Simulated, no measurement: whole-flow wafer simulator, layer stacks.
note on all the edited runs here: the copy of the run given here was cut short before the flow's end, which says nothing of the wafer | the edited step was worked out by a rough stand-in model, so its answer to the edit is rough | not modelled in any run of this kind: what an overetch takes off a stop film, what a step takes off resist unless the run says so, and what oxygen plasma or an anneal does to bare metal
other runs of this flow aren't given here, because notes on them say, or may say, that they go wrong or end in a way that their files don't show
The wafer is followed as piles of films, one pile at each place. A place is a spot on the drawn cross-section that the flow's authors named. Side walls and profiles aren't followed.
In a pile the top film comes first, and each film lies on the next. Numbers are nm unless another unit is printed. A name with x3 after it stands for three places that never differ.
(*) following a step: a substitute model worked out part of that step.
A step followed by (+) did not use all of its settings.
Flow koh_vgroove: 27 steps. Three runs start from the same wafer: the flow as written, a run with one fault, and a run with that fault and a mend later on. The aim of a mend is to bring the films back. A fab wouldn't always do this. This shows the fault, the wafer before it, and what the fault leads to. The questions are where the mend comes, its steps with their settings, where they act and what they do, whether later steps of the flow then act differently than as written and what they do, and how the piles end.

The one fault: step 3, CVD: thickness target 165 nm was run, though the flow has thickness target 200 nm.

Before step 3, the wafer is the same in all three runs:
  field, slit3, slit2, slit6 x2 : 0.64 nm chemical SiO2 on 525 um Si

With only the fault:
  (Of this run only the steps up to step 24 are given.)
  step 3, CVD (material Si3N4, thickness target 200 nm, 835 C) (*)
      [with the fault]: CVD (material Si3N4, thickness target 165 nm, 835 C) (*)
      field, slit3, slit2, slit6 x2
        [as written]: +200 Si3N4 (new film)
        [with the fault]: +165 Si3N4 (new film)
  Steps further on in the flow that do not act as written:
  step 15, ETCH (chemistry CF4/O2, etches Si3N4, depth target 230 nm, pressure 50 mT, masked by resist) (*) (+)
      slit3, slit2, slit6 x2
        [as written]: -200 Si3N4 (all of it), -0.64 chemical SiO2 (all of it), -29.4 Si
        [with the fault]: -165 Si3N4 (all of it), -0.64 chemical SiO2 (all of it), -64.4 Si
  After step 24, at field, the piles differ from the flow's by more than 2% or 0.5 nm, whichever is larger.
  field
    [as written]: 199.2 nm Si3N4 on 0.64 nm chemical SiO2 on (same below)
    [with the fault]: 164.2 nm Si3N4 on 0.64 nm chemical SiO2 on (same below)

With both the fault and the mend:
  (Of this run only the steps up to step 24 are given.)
  The mend follows step 4.
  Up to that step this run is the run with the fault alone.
  step 4a, CVD (material Si3N4, thickness target 35 nm, 835 C) (*) (a further turn of the flow's step 3, with different settings)
      field, slit3, slit2, slit6 x2
        +35 Si3N4
  None of the later steps of the flow up to step 24 acts differently than as written at any place that is followed.
  Once step 24 is done, the piles equal the flow's at every place that both follow.
